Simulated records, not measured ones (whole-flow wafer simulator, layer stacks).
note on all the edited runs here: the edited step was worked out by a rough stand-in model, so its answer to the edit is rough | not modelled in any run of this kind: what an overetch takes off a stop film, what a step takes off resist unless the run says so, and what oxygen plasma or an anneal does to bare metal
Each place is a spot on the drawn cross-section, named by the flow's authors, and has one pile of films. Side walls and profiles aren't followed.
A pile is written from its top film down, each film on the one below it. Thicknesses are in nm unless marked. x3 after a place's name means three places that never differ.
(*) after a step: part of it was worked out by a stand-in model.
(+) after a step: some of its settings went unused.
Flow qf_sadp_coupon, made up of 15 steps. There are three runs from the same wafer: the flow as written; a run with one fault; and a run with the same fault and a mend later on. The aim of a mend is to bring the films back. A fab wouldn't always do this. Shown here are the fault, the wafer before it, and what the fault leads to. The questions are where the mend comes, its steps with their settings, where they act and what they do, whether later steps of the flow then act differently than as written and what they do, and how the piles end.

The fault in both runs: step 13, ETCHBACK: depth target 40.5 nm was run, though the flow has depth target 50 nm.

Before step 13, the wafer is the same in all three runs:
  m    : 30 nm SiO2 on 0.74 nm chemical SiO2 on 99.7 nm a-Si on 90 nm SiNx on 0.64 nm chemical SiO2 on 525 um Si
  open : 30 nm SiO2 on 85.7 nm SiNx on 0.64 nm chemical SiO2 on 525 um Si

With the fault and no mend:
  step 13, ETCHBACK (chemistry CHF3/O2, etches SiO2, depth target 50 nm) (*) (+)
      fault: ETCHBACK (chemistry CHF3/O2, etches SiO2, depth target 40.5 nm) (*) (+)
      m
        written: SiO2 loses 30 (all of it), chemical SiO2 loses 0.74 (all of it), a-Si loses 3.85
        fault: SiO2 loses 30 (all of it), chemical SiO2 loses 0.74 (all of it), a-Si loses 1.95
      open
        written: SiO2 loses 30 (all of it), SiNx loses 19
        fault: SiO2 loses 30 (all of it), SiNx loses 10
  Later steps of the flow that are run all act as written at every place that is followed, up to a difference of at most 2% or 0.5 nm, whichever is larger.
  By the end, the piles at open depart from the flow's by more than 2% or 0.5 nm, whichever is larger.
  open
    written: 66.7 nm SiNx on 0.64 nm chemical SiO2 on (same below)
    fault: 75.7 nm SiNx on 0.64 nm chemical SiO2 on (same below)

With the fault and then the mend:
  After step 13 comes the mend.
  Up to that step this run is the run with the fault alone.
  step 13a, ETCHBACK (chemistry CHF3/O2, etches SiO2, depth target 9.5 nm) (*) (+) (the flow's step 13, run once more with other settings)
      m
        a-Si loses 1.9
      open
        SiNx loses 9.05
  Later steps of the flow that are run all act as written at every place that is followed.
  By the end, the piles equal the flow's at every place that both follow.
